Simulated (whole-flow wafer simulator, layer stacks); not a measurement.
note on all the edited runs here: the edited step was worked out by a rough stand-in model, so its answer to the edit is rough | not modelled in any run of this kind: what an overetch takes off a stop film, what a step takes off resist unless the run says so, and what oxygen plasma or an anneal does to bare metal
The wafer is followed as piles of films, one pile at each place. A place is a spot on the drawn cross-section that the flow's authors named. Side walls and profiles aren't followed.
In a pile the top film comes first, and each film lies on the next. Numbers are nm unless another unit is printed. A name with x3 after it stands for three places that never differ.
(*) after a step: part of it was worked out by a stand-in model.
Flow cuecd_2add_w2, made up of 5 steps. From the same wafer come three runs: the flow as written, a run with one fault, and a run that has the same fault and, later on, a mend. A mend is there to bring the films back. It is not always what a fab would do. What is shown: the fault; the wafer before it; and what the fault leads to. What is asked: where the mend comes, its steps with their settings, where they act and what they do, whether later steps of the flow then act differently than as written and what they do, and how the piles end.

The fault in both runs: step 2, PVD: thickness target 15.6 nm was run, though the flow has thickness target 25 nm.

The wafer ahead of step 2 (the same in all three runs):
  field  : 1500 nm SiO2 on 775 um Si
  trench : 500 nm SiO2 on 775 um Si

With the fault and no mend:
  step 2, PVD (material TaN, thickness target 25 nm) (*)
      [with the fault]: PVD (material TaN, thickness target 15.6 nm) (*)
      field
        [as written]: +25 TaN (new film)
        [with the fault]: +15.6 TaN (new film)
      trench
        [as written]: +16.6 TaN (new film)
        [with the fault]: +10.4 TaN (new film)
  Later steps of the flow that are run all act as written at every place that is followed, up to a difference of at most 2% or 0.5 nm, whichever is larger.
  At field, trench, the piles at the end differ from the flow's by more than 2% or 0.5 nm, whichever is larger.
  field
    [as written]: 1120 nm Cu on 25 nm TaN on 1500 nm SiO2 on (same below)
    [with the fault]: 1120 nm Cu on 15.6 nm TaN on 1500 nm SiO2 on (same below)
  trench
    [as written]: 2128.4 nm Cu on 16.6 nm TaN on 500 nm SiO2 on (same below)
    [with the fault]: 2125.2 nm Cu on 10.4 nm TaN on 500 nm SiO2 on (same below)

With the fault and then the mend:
  The mend stands after step 2.
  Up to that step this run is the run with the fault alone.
  step 2a, PVD (material TaN, thickness target 9.4 nm) (*) (the flow's step 2, run once more with other settings)
      field
        +9.4 TaN
      trench
        +6.21 TaN
  Later steps of the flow that are run all act as written at every place that is followed.
  At every place that both follow, the piles at the end match the flow's.
